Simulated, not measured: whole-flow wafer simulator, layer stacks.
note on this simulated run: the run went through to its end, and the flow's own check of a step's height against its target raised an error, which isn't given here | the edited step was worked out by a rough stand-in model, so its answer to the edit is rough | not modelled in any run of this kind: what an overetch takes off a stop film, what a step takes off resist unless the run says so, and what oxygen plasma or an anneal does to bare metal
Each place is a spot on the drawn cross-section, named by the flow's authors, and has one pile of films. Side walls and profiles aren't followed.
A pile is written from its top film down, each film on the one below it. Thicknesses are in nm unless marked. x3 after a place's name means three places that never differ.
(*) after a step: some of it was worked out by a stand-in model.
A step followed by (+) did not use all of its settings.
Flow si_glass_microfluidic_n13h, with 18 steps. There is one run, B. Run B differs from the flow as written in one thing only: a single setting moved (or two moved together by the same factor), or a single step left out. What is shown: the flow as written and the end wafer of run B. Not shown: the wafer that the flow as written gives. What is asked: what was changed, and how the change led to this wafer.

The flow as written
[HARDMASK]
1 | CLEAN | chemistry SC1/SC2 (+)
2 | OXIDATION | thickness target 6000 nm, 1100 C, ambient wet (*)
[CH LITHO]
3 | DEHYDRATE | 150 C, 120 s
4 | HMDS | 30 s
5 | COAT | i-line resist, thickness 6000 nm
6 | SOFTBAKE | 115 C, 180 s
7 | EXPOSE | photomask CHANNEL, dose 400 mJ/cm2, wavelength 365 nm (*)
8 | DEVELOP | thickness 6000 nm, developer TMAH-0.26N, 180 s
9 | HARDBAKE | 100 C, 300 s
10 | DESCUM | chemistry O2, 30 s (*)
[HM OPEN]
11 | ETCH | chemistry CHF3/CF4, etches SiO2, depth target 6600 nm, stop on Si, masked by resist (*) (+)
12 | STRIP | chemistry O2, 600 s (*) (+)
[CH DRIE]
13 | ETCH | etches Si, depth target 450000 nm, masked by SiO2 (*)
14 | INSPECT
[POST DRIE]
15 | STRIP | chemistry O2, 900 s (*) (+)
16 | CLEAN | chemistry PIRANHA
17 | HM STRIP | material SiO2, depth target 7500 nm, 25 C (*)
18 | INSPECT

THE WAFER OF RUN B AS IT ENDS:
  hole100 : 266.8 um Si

Cause: step 13, ETCH: depth target 270000 nm was run, whereas the flow has depth target 450000 nm.

How this came from the change, step by step:
  13 | ETCH | etches Si, depth target 450000 nm, masked by SiO2 (*)
      land: -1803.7 SiO2 (as written it would have been: -3004.3 SiO2)
      hole100: -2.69 chemical SiO2 (all of it), -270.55 um Si (as written it would have been: -2.69 chemical SiO2 (all of it), -450.64 um Si)
  17 | HM STRIP | material SiO2, depth target 7500 nm, 25 C (*)
      land: -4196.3 SiO2 (all of it) (as written it would have been: -2995.7 SiO2 (all of it))
